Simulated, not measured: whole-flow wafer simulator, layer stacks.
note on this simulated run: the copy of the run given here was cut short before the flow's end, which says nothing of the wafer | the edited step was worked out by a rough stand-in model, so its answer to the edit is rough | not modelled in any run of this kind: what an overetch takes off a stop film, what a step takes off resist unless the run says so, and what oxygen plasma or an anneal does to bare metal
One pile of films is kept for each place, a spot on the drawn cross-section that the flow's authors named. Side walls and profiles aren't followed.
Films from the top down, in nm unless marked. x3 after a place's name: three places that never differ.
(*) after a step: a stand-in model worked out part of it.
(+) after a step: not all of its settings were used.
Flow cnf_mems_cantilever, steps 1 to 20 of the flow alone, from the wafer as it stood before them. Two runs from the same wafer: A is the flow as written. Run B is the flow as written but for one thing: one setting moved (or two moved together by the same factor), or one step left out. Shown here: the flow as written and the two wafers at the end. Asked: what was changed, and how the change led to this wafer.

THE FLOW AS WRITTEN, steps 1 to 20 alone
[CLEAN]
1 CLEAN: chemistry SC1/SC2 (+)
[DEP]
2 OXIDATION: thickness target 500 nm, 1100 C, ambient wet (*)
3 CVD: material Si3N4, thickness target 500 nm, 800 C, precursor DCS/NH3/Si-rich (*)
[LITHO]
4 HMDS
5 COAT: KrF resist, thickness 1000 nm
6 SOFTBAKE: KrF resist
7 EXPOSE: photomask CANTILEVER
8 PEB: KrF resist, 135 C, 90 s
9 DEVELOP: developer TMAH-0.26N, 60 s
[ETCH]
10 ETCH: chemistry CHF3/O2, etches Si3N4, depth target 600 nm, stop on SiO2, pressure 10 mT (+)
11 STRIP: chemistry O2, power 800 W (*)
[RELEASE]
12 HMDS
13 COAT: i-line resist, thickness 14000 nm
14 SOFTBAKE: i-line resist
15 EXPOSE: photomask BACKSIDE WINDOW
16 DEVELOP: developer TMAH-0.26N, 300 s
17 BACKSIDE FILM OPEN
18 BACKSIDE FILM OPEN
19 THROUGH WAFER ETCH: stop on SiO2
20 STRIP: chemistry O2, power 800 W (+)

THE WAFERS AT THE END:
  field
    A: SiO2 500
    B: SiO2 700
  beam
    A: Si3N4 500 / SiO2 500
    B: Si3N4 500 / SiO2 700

The cause: step 2, OXIDATION: thickness target 700 nm was run, where the flow has thickness target 500 nm.
It can be read off the wafer: field has SiO2 700, and step 2 as written asks for 500 nm.

How the change led to this, step by step:
  2 OXIDATION: thickness target 500 nm, 1100 C, ambient wet (*)
      field, beam: A SiO2 +500 (new film), chemical SiO2 -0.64 (all of it), Si -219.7 | B SiO2 +700 (new film), chemical SiO2 -0.64 (all of it), Si -307.7
  19 THROUGH WAFER ETCH: stop on SiO2
      field: A under 1 film: Si -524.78 um (all of it) | B under 1 film: Si -524.69 um (all of it)
      beam: A under 2 films: Si -524.78 um (all of it) | B under 2 films: Si -524.69 um (all of it)
